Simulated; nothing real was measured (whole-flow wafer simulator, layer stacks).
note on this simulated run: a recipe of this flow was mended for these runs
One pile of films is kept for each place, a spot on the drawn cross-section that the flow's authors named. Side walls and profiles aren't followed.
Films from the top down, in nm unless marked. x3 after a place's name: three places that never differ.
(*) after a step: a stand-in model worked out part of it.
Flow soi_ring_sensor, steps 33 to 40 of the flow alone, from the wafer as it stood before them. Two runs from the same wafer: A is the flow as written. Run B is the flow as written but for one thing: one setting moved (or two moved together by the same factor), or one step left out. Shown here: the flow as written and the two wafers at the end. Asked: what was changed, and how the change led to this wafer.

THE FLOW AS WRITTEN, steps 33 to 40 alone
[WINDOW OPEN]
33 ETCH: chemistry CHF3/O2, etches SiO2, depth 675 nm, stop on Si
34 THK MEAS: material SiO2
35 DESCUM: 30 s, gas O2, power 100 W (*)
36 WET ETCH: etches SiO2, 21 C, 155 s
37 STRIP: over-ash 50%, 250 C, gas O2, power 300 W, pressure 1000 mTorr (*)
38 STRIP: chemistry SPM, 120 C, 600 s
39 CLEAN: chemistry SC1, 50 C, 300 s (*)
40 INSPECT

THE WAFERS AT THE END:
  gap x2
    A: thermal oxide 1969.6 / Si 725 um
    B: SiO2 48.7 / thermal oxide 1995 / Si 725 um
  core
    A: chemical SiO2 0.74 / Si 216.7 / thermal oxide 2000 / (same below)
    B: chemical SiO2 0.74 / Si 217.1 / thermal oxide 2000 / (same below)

The cause: step 36, WET ETCH: 118 s was run, where the flow has 155 s.

How the change led to this, step by step:
  36 WET ETCH: etches SiO2, 21 C, 155 s
      gap x2: A SiO2 -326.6 (all of it), thermal oxide -25 | B SiO2 -277.2
  39 CLEAN: chemistry SC1, 50 C, 300 s (*)
      gap x2: A thermal oxide -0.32 | B SiO2 -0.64
